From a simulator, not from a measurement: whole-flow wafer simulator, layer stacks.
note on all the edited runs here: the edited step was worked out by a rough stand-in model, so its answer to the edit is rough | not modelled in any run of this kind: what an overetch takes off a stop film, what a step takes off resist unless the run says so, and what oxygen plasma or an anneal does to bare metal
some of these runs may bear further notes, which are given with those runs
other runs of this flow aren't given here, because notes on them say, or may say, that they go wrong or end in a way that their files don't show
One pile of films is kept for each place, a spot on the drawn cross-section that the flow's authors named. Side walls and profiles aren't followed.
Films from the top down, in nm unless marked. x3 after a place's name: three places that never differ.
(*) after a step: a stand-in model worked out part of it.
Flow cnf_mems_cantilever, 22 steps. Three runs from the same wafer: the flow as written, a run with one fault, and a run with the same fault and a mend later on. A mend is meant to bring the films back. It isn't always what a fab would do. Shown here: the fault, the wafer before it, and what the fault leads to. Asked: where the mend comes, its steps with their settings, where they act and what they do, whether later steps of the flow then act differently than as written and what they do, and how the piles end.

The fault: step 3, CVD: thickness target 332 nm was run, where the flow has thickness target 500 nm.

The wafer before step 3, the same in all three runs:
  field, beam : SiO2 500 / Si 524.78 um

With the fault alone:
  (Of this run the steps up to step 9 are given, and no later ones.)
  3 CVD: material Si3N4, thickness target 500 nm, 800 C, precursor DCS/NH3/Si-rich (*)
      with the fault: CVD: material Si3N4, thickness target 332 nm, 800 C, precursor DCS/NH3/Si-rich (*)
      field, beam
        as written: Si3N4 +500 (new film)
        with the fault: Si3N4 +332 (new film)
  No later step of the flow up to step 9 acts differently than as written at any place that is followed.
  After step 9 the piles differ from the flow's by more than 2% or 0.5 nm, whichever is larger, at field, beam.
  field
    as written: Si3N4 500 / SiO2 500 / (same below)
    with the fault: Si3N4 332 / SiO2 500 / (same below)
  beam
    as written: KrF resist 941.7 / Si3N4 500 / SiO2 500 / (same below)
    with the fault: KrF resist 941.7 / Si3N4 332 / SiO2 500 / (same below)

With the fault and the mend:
  The mend comes after step 9.
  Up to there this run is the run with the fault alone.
  9a STRIP: chemistry O2, power 800 W (*)
      beam
        KrF resist -941.7 (all of it)
  9b CLEAN: chemistry SC1/SC2 (*) (the flow's step 1 once more)
      changes no film at any place that is followed
  9c CVD: material Si3N4, thickness target 168 nm, 800 C, precursor DCS/NH3/Si-rich (*) (the flow's step 3 once more, with other settings)
      field, beam
        Si3N4 +168
  9d HMDS (the flow's step 4 once more)
      changes no film at any place that is followed
  9e COAT: KrF resist, thickness 1000 nm (the flow's step 5 once more)
      field, beam
        KrF resist +1000 (new film)
  9f SOFTBAKE: KrF resist (the flow's step 6 once more)
      changes no film at any place that is followed
  9g EXPOSE: photomask CANTILEVER (the flow's step 7 once more)
      changes no film at any place that is followed
  9h PEB: KrF resist, 135 C, 90 s (the flow's step 8 once more)
      field, beam
        KrF resist -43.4
  9i DEVELOP: developer TMAH-0.26N, 60 s (the flow's step 9 once more)
      field
        KrF resist -956.6 (all of it)
      beam
        KrF resist -14.9
  No later step of the flow acts differently than as written at any place that is followed.
  At the end the piles are the same as the flow's at every place that both follow.
